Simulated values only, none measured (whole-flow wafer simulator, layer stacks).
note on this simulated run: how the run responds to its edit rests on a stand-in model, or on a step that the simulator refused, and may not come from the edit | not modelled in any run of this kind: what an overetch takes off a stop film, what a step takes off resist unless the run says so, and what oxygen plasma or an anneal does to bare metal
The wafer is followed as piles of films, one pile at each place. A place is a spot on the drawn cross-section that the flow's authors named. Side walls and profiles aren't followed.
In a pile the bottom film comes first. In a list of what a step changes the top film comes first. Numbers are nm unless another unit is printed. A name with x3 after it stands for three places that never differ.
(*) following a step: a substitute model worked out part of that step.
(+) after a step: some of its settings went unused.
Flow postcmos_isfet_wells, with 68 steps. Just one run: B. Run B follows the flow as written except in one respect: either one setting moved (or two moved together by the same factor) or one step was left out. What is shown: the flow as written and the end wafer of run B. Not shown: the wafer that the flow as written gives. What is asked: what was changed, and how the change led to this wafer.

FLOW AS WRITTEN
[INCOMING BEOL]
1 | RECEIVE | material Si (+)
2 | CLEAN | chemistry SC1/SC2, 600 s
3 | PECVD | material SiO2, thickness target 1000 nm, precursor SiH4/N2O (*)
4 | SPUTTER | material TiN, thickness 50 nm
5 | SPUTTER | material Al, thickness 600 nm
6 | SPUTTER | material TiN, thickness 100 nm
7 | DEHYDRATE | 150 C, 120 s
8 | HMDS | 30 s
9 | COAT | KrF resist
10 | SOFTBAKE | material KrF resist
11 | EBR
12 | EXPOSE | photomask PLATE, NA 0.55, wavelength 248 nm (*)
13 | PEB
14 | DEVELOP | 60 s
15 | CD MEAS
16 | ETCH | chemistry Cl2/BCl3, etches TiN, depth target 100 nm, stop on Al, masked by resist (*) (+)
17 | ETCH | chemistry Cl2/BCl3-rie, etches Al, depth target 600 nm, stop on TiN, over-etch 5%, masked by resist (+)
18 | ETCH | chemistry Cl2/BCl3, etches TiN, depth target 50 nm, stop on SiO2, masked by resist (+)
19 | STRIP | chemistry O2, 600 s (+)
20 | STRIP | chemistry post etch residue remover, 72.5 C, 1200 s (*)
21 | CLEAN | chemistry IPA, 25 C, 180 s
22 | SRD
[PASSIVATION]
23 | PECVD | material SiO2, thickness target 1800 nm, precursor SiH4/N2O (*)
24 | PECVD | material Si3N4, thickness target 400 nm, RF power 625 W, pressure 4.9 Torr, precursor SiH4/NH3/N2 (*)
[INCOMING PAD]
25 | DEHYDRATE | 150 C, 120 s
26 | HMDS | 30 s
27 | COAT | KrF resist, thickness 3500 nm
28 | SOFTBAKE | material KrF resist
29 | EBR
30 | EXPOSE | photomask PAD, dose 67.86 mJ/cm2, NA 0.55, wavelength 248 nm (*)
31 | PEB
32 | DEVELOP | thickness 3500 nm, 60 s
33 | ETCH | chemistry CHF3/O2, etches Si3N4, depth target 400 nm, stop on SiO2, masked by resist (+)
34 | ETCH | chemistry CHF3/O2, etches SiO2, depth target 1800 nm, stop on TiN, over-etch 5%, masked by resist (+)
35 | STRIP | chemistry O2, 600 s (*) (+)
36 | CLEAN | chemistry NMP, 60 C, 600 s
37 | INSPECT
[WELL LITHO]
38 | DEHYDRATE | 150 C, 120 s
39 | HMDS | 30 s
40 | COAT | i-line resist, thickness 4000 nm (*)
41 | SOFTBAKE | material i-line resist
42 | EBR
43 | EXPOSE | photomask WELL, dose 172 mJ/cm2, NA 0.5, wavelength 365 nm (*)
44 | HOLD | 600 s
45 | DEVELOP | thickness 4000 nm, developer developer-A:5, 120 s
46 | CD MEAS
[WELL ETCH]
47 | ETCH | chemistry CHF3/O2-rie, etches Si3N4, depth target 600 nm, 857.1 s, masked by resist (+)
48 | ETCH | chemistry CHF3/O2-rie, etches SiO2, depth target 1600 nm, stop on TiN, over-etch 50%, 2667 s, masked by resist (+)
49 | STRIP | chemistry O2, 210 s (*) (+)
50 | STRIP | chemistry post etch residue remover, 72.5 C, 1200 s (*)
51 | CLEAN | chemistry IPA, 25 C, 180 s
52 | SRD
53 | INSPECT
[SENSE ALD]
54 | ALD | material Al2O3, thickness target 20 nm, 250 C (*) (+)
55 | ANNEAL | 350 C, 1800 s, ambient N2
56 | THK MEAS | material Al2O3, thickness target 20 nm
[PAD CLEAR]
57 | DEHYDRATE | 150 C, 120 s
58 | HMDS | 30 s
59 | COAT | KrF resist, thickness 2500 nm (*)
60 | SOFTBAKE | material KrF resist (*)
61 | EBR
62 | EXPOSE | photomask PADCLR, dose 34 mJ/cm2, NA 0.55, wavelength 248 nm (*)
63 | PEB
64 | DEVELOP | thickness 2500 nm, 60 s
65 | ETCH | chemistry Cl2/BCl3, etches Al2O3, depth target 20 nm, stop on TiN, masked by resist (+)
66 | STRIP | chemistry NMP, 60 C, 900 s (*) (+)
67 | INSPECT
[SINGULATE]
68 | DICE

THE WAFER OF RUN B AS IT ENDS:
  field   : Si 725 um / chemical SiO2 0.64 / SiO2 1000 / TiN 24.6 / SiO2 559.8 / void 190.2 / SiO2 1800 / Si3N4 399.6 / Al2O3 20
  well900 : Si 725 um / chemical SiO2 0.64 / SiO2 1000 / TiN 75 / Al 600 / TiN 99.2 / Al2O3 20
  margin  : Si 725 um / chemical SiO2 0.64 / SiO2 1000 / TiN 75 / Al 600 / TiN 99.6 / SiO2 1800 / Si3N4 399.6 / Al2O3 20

What caused this: step 4, SPUTTER: thickness 75 nm was run, whereas the flow has thickness 50 nm.
One can read it off the wafer: well900 has TiN 75, and step 4 as written asks for 50 nm.

How this came from the change, step by step:
  4 | SPUTTER | material TiN, thickness 50 nm
      field, margin, well900 and 6 more: TiN gains 75 (new film) (it would be, as written: TiN gains 50 (new film))
  18 | ETCH | chemistry Cl2/BCl3, etches TiN, depth target 50 nm, stop on SiO2, masked by resist (+)
      field: TiN loses 50 (it would be, as written: TiN loses 50 (all of it))
  23 | PECVD | material SiO2, thickness target 1800 nm, precursor SiH4/N2O (*)
      field: SiO2 gains 1800 (new film), void gains 190.2 (new film), SiO2 gains 559.8 (new film) (it would be, as written: SiO2 gains 1800 (new film), void gains 189.9 (new film), SiO2 gains 559.7)
If metal films that touch count as one body, field has 1 body; the flow as written gives 0 bodies.
